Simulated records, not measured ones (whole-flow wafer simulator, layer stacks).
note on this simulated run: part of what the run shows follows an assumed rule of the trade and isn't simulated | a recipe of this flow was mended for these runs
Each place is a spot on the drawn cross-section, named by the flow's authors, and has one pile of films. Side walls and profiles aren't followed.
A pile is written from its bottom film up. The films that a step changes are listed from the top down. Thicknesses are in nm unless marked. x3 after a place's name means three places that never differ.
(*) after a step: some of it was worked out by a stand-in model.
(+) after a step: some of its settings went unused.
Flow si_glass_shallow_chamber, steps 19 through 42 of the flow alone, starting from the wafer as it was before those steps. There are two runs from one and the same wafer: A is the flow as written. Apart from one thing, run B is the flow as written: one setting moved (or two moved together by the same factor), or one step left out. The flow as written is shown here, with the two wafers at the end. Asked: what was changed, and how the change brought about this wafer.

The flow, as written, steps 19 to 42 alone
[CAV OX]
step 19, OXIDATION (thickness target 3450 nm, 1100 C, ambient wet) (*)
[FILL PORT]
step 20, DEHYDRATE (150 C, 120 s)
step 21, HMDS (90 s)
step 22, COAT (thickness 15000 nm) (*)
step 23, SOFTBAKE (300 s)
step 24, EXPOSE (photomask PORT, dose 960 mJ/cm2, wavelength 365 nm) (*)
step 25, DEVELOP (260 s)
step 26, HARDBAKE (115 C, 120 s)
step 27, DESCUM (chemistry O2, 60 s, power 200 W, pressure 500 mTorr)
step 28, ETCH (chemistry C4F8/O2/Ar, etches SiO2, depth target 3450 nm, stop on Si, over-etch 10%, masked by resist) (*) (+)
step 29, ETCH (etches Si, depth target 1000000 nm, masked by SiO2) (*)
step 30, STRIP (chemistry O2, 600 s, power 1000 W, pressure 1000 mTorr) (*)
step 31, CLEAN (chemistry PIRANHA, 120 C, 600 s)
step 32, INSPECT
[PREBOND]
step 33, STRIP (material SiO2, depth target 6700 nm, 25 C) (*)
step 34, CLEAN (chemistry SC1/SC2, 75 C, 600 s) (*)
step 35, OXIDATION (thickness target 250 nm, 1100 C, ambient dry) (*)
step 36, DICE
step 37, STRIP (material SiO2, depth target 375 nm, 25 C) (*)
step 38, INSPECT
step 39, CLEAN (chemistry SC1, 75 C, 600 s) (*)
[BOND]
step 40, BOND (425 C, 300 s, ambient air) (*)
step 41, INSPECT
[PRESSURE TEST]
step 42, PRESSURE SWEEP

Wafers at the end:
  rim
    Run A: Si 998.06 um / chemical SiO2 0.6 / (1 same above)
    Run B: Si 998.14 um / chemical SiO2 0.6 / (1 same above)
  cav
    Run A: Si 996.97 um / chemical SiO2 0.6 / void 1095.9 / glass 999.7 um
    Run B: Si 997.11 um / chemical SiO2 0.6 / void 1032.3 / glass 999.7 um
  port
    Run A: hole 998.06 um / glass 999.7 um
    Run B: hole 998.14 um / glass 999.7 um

What caused this: step 19, OXIDATION: thickness target 3126 nm was run, while the flow as written has thickness target 3450 nm.

How this came from the change, step by step:
  step 19, OXIDATION (thickness target 3450 nm, 1100 C, ambient wet) (*)
      rim, ramp, septum, ring: A +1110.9 SiO2, -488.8 Si | B +931.6 SiO2, -409.9 Si
      cav, port: A +3450 SiO2 (new film), -0.6 chemical SiO2 (all of it), -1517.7 Si | B +3126 SiO2 (new film), -0.6 chemical SiO2 (all of it), -1375.2 Si
  step 22, COAT (thickness 15000 nm) (*)
      rim: A +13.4 um thick-i-line-resist (new film) | B +13.37 um thick-i-line-resist (new film)
      ramp: A +12.89 um thick-i-line-resist (new film) | B +12.85 um thick-i-line-resist (new film)
      (also at 2 further places)
  step 23, SOFTBAKE (300 s)
      rim: A -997 thick-i-line-resist | B -1019.9 thick-i-line-resist
      ramp: A -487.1 thick-i-line-resist | B -499.2 thick-i-line-resist
      (also at 4 further places)
  step 25, DEVELOP (260 s)
      port: A -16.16 um thick-i-line-resist (all of it) | B -16.18 um thick-i-line-resist (all of it)
  step 28, ETCH (chemistry C4F8/O2/Ar, etches SiO2, depth target 3450 nm, stop on Si, over-etch 10%, masked by resist) (*) (+)
      rim, ramp, cav, septum, ring: A -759 thick-i-line-resist | B -687.7 thick-i-line-resist
      port: A -3450 SiO2 (all of it), -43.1 Si | B -3126 SiO2 (all of it), -83.6 Si
  step 29, ETCH (etches Si, depth target 1000000 nm, masked by SiO2) (*)
      rim, ramp: A -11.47 um thick-i-line-resist (all of it), -1617.3 SiO2 | B -11.49 um thick-i-line-resist (all of it), -1608.8 SiO2
      port: A +997.05 um hole (new film), -997.05 um Si (all of it) | B +997.15 um hole (new film), -997.15 um Si (all of it)
      (also at 2 further places)
  step 30, STRIP (chemistry O2, 600 s, power 1000 W, pressure 1000 mTorr) (*)
      cav: A -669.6 thick-i-line-resist (all of it) | B -765.5 thick-i-line-resist (all of it)
  step 33, STRIP (material SiO2, depth target 6700 nm, 25 C) (*)
      rim, ramp: A -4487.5 SiO2 (all of it) | B -4316.7 SiO2 (all of it)
      cav: A -3450 SiO2 (all of it) | B -3126 SiO2 (all of it)
      (also at 2 further places)
  step 40, BOND (425 C, 300 s, ambient air) (*)
      cav: A +999.7 um glass (new film), +1095.9 void (new film) | B +999.7 um glass (new film), +1032.3 void (new film)
      port: A +999.7 um glass (new film), +1017.3 hole | B +999.7 um glass (new film), +994.1 hole
